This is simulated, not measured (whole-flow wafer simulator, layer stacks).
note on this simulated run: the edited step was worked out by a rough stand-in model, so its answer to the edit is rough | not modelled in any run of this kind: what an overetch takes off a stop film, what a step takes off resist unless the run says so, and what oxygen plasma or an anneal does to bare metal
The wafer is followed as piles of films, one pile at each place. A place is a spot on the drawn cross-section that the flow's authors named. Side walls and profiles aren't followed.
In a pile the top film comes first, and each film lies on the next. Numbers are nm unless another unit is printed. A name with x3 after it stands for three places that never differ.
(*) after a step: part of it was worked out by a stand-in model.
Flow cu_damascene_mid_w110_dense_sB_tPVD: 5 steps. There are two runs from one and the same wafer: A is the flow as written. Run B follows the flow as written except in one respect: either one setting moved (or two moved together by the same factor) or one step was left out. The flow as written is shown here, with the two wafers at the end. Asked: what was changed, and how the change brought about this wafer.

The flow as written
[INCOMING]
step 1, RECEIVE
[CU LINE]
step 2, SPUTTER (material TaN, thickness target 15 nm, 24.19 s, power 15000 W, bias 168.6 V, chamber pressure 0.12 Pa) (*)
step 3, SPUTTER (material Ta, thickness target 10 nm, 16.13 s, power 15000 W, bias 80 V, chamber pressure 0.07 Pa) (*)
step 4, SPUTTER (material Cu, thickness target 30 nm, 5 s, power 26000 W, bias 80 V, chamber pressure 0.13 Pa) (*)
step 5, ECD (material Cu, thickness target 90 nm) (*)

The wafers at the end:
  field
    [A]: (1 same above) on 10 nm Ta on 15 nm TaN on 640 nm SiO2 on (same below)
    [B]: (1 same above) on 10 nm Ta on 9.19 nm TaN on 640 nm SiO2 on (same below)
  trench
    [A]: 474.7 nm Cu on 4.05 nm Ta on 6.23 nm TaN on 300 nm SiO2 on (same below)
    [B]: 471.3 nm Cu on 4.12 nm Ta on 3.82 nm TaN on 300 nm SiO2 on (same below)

The reason: step 2, SPUTTER: 14.82 s was run, while the flow as written has 24.19 s.

How this came from the change, step by step:
  step 2, SPUTTER (material TaN, thickness target 15 nm, 24.19 s, power 15000 W, bias 168.6 V, chamber pressure 0.12 Pa) (*)
      field: A TaN gains 15 (new film) | B TaN gains 9.19 (new film)
      trench: A TaN gains 6.23 (new film) | B TaN gains 3.82 (new film)
